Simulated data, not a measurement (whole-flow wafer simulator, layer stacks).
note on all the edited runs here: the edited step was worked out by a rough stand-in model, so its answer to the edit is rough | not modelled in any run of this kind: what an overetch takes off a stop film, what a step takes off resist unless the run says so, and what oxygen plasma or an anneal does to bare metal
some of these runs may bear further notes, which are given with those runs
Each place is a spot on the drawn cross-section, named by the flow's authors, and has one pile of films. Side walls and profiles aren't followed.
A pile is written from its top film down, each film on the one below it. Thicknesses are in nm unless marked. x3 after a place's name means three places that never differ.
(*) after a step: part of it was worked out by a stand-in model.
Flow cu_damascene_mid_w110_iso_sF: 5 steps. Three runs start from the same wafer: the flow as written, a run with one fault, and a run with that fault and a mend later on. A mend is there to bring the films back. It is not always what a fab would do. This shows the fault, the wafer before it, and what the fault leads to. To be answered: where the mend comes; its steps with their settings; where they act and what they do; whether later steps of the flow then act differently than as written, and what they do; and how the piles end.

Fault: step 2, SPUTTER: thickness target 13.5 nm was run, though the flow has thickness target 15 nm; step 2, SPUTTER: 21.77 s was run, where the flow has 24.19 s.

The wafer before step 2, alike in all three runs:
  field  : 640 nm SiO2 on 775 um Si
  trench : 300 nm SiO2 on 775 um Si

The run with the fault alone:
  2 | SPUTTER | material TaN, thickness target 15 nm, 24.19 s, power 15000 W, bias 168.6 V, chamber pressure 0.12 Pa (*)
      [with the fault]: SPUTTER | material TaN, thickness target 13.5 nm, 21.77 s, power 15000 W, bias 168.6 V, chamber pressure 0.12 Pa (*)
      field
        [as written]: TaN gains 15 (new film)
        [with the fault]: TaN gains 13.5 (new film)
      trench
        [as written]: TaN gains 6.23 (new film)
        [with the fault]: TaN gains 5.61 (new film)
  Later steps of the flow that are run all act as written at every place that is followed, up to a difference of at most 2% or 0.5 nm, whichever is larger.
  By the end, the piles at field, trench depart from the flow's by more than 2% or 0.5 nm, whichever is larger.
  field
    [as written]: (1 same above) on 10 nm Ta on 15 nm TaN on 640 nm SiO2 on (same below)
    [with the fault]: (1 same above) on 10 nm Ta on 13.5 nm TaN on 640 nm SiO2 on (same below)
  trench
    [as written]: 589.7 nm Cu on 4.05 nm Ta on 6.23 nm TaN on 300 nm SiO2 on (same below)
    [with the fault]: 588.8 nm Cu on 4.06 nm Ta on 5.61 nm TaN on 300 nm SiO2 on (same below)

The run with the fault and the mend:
  The mend follows step 2.
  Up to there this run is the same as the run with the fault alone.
  2a | SPUTTER | material TaN, thickness target 1.5 nm, 2.419 s, power 15000 W, bias 168.6 V, chamber pressure 0.12 Pa (*) (the flow's step 2 again, with other settings)
      field
        TaN gains 1.5
      trench
        TaN gains 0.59
  Later steps of the flow that are run all act as written at every place that is followed, up to a difference of at most 2% or 0.5 nm, whichever is larger.
  When the end is reached, the piles differ only a little from the flow's at the places that both follow, at most by 2% or 0.5 nm, whichever is larger.
